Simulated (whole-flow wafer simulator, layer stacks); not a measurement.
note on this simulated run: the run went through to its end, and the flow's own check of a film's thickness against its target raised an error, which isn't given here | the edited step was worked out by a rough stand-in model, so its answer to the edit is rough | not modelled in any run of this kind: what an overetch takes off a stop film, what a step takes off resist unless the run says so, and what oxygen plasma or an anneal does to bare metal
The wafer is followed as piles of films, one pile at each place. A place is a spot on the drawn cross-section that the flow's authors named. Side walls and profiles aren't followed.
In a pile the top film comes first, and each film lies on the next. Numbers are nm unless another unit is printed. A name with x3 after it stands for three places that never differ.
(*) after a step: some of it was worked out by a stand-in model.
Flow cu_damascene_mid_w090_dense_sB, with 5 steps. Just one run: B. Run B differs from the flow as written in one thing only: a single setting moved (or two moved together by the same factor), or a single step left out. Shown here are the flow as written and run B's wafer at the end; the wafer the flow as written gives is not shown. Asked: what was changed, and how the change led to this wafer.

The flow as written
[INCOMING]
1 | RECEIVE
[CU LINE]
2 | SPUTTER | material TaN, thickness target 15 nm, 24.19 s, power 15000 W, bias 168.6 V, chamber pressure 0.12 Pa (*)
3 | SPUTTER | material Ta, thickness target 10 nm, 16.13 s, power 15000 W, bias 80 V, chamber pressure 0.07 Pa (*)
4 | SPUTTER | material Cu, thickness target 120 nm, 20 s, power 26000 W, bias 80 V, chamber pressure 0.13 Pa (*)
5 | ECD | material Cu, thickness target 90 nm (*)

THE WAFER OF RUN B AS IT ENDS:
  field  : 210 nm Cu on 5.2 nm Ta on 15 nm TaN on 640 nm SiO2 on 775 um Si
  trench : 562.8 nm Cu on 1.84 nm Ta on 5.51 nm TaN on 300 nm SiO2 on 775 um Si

What caused this: step 3, SPUTTER: thickness target 5.2 nm was run, though the flow has thickness target 10 nm; step 3, SPUTTER: 8.47 s was run, where the flow has 16.13 s.
One can read it off the wafer: field has Ta 5.2, and step 3 as written asks for 10 nm.

How this came from the change, step by step:
  3 | SPUTTER | material Ta, thickness target 10 nm, 16.13 s, power 15000 W, bias 80 V, chamber pressure 0.07 Pa (*)
      field: +5.2 Ta (new film) (it would be, as written: +10 Ta (new film))
      trench: +1.84 Ta (new film) (it would be, as written: +3.55 Ta (new film))
